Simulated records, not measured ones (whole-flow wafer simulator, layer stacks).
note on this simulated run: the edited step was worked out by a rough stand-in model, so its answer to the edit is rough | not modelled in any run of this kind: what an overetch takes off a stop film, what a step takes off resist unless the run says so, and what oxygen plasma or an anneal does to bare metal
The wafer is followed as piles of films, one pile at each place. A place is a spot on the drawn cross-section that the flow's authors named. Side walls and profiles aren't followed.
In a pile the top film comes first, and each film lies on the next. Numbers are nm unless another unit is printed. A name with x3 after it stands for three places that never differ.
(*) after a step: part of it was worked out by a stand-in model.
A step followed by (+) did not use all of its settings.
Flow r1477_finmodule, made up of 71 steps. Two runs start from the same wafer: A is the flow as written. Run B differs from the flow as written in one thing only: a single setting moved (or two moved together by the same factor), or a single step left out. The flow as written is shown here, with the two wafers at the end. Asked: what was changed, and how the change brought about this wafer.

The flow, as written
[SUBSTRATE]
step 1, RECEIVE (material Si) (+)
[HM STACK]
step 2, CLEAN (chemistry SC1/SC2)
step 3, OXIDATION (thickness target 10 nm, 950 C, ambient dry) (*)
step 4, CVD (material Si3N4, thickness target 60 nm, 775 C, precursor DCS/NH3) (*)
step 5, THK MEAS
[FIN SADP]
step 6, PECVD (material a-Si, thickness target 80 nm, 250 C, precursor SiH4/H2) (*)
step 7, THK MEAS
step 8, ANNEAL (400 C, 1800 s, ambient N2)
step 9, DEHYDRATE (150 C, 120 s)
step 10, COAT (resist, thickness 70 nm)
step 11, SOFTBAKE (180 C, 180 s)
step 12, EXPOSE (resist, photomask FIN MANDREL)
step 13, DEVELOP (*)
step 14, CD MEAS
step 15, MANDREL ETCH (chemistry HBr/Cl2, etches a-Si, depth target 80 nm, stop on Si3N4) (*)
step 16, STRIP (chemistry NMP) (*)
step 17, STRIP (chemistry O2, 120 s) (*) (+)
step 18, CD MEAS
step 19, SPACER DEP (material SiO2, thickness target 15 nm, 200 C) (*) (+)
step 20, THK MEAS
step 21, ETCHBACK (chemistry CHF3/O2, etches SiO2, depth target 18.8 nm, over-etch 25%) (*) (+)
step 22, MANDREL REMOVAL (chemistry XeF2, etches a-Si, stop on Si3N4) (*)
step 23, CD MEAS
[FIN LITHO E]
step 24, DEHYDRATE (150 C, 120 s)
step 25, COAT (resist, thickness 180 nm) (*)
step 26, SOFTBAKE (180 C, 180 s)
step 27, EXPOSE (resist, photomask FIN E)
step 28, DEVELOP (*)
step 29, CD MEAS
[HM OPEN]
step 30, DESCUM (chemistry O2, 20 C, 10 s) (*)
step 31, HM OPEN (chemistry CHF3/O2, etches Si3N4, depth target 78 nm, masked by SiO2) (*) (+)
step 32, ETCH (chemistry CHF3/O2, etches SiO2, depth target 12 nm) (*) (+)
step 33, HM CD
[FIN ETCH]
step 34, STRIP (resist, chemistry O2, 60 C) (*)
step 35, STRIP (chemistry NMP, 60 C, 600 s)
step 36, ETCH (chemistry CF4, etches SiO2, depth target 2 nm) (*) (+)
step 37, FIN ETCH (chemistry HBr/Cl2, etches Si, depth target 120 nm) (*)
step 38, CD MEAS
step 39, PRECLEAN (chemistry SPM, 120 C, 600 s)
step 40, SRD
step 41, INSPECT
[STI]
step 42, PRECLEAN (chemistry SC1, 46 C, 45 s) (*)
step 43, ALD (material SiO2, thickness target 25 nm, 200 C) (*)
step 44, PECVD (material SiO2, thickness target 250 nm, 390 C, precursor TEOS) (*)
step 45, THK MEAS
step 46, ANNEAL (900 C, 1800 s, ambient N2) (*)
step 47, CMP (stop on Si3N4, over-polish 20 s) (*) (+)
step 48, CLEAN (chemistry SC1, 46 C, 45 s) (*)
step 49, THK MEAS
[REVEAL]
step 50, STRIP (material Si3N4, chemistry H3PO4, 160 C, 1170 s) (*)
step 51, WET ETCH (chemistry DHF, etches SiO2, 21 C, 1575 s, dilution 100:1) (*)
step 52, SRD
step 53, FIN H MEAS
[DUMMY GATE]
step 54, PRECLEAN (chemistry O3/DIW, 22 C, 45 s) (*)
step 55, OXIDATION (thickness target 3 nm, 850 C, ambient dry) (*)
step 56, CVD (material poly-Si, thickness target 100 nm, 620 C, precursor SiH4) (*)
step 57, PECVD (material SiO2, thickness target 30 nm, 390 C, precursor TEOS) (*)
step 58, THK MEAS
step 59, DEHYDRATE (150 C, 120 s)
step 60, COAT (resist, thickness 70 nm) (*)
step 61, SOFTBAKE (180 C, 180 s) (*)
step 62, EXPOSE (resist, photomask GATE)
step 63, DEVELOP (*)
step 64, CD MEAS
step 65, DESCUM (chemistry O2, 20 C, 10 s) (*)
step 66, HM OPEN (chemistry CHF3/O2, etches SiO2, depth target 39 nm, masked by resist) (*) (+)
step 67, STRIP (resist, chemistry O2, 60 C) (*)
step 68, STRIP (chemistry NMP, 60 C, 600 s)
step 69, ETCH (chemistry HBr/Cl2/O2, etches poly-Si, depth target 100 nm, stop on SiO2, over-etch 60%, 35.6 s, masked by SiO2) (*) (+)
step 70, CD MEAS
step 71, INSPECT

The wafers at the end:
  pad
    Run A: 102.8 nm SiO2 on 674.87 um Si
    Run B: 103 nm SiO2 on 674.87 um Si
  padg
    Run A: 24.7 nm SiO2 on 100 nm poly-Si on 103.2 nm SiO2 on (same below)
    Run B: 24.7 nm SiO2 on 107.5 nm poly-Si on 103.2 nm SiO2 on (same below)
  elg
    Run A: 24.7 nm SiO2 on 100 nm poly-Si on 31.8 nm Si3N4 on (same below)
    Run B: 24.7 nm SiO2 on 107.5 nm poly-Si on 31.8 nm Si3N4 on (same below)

Cause: step 56, CVD: thickness target 107.5 nm was run, while the flow as written has thickness target 100 nm.
One can read it off the wafer: padg has poly-Si 107.5, and step 56 as written asks for 100 nm.

How this came from the change, step by step:
  step 56, CVD (material poly-Si, thickness target 100 nm, 620 C, precursor SiH4) (*)
      pad, padg, elg and 26 more: A +100 poly-Si (new film) | B +107.5 poly-Si (new film)
      s40cg, s40co: A +113.9 poly-Si (new film) | B +121.6 poly-Si (new film)
      (also at 5 further places)
  step 69, ETCH (chemistry HBr/Cl2/O2, etches poly-Si, depth target 100 nm, stop on SiO2, over-etch 60%, 35.6 s, masked by SiO2) (*) (+)
      elo, e40lo, e100lo, e200lo: A -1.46 chemical SiO2 (all of it), -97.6 poly-Si (all of it), -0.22 Si3N4 | B -1.46 chemical SiO2 (all of it), -105.1 poly-Si (all of it)
      pad, eso, e40so and 8 more: A -1.46 chemical SiO2 (all of it), -97.6 poly-Si (all of it), -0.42 SiO2 | B -1.46 chemical SiO2 (all of it), -105.1 poly-Si (all of it), -0.27 SiO2
      (also at 3 further places)
